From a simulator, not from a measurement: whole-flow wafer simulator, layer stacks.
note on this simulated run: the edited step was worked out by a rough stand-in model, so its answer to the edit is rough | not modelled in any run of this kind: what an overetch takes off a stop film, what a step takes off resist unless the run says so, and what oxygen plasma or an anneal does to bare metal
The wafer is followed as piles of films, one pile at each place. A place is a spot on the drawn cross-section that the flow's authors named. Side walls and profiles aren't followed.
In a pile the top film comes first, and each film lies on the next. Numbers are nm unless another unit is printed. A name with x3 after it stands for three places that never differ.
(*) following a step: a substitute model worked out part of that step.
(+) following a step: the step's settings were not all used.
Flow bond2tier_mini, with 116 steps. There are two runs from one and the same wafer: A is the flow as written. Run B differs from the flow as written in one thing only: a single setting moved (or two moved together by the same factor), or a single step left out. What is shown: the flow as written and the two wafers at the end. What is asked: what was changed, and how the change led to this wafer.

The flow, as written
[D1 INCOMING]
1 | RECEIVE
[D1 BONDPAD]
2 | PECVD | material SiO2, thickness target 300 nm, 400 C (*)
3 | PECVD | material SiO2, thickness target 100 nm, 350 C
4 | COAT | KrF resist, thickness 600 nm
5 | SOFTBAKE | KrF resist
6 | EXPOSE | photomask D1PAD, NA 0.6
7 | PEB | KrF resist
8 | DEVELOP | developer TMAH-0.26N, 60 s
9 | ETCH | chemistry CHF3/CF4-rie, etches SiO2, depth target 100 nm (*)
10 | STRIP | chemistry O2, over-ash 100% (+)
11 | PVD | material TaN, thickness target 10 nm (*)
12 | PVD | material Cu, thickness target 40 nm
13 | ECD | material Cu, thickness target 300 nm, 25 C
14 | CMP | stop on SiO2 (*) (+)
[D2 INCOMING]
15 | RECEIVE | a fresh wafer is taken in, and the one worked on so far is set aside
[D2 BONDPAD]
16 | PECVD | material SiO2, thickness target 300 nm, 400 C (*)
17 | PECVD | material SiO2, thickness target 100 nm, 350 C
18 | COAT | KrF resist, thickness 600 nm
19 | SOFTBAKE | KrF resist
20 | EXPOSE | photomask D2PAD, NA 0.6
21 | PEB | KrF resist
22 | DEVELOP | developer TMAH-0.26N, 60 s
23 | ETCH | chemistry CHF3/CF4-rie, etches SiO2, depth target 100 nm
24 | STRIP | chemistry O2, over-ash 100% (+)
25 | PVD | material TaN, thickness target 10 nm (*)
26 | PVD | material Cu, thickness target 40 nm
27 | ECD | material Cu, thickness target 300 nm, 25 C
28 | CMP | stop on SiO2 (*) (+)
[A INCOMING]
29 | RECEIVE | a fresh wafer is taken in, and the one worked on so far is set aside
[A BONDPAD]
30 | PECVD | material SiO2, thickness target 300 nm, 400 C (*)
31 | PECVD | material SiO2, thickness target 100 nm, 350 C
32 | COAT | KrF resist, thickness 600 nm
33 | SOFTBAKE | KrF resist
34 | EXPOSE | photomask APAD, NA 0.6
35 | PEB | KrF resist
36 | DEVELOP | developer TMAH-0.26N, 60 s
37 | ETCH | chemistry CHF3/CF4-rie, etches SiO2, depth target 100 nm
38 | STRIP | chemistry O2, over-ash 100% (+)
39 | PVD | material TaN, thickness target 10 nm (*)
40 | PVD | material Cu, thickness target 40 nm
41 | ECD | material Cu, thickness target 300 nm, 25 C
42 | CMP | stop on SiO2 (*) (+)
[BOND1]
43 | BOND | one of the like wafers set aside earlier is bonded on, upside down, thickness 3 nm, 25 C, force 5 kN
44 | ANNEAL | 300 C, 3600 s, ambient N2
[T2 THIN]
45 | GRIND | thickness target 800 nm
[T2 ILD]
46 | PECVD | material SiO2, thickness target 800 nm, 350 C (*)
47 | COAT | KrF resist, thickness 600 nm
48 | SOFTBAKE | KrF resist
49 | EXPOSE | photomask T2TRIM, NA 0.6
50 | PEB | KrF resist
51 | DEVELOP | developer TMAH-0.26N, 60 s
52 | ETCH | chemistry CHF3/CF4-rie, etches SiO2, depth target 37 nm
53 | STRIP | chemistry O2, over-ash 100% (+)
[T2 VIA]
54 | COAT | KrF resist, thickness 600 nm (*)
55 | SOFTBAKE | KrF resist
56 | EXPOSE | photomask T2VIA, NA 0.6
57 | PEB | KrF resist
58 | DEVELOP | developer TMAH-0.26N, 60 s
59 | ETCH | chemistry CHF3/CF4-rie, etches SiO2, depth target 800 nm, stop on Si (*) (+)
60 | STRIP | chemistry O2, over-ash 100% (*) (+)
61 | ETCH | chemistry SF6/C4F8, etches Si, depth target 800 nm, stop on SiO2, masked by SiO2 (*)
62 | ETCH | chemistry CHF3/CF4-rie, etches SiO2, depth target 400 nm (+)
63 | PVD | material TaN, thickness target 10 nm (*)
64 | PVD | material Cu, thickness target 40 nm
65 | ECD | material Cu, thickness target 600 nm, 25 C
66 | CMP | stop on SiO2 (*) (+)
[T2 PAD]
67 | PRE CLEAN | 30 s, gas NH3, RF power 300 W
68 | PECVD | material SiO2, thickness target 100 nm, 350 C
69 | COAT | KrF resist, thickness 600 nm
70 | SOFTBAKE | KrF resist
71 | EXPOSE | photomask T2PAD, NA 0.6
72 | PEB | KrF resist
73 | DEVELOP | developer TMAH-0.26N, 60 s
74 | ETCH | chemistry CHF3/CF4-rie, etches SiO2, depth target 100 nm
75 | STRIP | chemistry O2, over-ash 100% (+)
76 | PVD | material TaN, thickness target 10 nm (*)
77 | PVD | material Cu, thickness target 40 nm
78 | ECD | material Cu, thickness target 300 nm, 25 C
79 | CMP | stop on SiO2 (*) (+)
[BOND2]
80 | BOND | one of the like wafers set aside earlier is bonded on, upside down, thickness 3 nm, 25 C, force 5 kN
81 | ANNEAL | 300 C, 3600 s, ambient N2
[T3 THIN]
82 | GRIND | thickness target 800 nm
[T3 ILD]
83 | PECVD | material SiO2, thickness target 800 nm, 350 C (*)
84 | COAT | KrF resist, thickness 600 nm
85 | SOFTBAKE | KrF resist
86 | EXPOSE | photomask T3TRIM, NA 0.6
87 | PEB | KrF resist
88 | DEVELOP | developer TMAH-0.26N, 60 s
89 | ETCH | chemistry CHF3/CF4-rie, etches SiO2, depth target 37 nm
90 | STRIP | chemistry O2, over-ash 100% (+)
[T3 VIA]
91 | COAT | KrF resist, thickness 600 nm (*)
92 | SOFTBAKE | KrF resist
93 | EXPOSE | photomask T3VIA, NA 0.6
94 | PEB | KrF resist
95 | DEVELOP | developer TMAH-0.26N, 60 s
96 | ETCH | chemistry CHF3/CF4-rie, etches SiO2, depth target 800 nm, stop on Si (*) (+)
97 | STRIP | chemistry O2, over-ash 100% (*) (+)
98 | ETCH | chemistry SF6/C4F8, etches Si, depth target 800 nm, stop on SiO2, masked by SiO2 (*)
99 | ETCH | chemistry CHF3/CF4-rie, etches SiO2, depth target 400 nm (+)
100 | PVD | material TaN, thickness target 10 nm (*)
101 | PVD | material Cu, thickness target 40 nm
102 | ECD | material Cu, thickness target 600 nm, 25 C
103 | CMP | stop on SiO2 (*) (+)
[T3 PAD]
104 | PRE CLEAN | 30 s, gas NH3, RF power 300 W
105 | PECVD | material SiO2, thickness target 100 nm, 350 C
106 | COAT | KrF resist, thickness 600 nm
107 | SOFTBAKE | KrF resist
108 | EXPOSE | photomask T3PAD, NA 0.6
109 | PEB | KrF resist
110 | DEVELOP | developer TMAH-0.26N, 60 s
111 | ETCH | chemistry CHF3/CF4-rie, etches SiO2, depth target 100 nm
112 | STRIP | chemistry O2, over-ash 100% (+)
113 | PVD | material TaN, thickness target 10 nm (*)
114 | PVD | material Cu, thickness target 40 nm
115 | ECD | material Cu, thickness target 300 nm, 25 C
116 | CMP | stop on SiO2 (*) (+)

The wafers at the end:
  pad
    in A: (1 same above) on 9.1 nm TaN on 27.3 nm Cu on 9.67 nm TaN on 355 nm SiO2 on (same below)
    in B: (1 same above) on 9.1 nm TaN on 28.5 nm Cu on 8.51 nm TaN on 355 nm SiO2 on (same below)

Cause: step 100, PVD: thickness target 8.8 nm was run, whereas the flow has thickness target 10 nm.

How this came from the change, step by step:
  100 | PVD | material TaN, thickness target 10 nm (*)
      field: A +10 TaN (new film) | B +8.8 TaN (new film)
      pad: A +9.67 TaN (new film) | B +8.51 TaN (new film)
  103 | CMP | stop on SiO2 (*) (+)
      field: A -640 Cu (all of it), -10 TaN (all of it) | B -640 Cu (all of it), -8.8 TaN (all of it)
